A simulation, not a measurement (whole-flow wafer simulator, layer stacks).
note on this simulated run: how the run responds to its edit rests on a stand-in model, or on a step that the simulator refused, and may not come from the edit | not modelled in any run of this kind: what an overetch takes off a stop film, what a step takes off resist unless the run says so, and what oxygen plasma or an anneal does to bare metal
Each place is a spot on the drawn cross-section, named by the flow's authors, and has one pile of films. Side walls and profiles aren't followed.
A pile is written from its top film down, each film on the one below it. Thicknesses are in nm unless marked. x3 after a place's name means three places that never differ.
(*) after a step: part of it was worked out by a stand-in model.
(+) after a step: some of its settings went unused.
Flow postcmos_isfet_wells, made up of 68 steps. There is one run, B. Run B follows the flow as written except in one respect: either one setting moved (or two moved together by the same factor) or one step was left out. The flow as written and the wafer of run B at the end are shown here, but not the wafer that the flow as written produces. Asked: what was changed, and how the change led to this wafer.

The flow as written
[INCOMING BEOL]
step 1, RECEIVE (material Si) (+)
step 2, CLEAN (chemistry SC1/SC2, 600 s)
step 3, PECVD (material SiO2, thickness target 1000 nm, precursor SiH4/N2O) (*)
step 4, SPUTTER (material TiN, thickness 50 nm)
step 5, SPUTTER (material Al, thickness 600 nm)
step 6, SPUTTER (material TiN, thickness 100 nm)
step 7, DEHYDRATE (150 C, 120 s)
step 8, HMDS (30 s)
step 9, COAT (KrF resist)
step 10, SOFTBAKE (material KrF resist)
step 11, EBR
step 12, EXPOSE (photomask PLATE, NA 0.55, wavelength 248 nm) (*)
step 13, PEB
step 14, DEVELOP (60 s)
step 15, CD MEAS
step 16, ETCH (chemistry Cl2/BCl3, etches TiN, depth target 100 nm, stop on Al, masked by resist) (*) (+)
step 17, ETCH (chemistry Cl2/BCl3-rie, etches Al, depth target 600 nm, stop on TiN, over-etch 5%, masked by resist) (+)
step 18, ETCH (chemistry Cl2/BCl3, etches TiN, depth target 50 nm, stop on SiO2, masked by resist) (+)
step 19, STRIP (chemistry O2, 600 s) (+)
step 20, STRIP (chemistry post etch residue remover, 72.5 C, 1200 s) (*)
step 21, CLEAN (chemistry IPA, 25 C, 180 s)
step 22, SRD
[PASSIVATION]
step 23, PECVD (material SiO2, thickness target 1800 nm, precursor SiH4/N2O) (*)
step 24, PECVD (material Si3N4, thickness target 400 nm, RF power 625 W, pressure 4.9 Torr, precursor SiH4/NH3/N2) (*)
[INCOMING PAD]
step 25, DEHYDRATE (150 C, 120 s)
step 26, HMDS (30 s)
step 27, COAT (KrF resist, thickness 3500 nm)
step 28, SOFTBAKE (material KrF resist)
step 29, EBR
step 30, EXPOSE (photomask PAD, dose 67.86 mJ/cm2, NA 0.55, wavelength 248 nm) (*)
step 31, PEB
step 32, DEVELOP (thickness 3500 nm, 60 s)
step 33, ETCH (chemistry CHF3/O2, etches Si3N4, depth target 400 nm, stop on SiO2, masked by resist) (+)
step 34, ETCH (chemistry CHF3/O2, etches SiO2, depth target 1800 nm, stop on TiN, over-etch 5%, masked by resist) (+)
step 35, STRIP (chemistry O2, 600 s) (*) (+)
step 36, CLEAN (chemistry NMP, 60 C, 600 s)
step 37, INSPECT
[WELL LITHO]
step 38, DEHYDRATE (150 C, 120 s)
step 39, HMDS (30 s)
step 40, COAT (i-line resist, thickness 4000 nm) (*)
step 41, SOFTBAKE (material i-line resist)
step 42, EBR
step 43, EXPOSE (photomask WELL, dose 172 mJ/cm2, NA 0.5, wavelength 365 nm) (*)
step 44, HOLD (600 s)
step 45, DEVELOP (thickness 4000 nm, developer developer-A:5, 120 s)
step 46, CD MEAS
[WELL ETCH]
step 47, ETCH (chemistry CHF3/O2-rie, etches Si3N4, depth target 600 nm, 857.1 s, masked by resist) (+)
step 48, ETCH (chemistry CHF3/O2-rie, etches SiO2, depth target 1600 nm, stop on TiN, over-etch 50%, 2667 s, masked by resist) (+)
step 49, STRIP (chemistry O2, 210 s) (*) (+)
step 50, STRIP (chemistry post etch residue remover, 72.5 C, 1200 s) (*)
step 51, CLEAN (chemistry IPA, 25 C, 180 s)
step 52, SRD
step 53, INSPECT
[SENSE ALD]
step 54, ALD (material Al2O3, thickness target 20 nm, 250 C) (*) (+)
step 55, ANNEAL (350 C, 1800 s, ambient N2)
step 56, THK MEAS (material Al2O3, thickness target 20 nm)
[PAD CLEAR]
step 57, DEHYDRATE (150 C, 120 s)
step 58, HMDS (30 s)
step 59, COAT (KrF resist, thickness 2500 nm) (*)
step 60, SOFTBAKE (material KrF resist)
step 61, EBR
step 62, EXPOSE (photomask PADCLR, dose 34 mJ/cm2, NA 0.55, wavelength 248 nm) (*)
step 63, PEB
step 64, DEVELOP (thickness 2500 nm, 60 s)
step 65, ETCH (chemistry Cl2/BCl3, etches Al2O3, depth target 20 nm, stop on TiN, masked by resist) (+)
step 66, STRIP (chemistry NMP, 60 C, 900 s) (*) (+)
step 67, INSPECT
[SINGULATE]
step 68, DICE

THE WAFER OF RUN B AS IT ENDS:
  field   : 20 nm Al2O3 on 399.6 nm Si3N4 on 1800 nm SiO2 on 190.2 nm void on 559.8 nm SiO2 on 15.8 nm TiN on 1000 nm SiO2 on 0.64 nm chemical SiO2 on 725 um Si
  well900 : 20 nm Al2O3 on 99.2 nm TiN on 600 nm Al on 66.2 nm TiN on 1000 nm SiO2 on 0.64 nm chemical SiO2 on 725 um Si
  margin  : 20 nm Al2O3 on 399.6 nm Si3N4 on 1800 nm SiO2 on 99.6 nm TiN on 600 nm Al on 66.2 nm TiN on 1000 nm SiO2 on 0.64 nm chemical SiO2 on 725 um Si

Cause: step 4, SPUTTER: thickness 66.25 nm was run, whereas the flow has thickness 50 nm.
The wafer lets one read it off: well900 has TiN 66.2, and step 4 as written asks for 50 nm.

How this came from the change, step by step:
  step 4, SPUTTER (material TiN, thickness 50 nm)
      field, margin, well900, well1300 x3, pad_rim, pad_clr, pad_open: TiN gains 66.2 (new film) (in the flow as written it would be: TiN gains 50 (new film))
  step 18, ETCH (chemistry Cl2/BCl3, etches TiN, depth target 50 nm, stop on SiO2, masked by resist) (+)
      field: TiN loses 50 (in the flow as written it would be: TiN loses 50 (all of it))
  step 23, PECVD (material SiO2, thickness target 1800 nm, precursor SiH4/N2O) (*)
      field: SiO2 gains 1800 (new film), void gains 190.2 (new film), SiO2 gains 559.8 (new film) (in the flow as written it would be: SiO2 gains 1800 (new film), void gains 189.9 (new film), SiO2 gains 559.7)
With metal films that touch counted as one body, field has 1 body; the flow as written gives 0 bodies.
